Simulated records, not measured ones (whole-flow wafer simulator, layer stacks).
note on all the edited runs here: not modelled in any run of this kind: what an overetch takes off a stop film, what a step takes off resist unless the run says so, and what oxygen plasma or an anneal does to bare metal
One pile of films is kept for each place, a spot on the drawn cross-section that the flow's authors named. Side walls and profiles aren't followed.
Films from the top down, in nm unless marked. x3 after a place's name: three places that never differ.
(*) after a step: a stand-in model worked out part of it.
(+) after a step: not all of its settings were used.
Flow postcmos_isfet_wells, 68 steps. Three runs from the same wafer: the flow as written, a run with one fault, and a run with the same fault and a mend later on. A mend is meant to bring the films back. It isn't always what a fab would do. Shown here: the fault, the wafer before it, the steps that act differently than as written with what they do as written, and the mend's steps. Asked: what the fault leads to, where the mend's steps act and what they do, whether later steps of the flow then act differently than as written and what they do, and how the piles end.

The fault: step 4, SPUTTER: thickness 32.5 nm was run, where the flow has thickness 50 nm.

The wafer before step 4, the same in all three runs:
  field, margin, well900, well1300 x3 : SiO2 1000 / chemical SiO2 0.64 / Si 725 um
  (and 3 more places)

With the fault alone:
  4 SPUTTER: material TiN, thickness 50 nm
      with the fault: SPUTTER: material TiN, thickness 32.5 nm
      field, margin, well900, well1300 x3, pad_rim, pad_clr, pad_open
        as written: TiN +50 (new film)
        with the fault: TiN +32.5 (new film)
  Later steps of the flow that act differently than as written (1 more step differs only slightly, by at most 2% or 0.5 nm, whichever is larger, and isn't shown):
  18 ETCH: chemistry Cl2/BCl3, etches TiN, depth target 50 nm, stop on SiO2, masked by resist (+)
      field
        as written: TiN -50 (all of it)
        with the fault: TiN -32.5 (all of it)
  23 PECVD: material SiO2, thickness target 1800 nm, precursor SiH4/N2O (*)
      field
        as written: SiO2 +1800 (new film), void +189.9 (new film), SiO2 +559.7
        with the fault: SiO2 +1800 (new film), void +176.7 (new film), SiO2 +555.4
  At the end the piles differ from the flow's by more than 2% or 0.5 nm, whichever is larger, at field, margin, well900, well1300 x3, pad_rim, pad_clr, pad_open.
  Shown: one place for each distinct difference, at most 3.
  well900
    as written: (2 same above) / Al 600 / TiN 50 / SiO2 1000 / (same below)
    with the fault: (2 same above) / Al 600 / TiN 32.5 / SiO2 1000 / (same below)
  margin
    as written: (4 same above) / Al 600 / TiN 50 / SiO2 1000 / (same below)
    with the fault: (4 same above) / Al 600 / TiN 32.5 / SiO2 1000 / (same below)
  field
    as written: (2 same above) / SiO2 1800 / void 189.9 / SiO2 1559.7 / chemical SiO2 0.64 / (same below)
    with the fault: (2 same above) / SiO2 1800 / void 176.7 / SiO2 1555.4 / chemical SiO2 0.64 / (same below)

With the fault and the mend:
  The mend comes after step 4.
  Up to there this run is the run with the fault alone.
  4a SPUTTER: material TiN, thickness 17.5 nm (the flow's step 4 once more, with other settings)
      field, margin, well900, well1300 x3, pad_rim, pad_clr, pad_open
        TiN +17.5
  No later step of the flow acts differently than as written at any place that is followed.
  At the end the piles are the same as the flow's at every place that both follow.
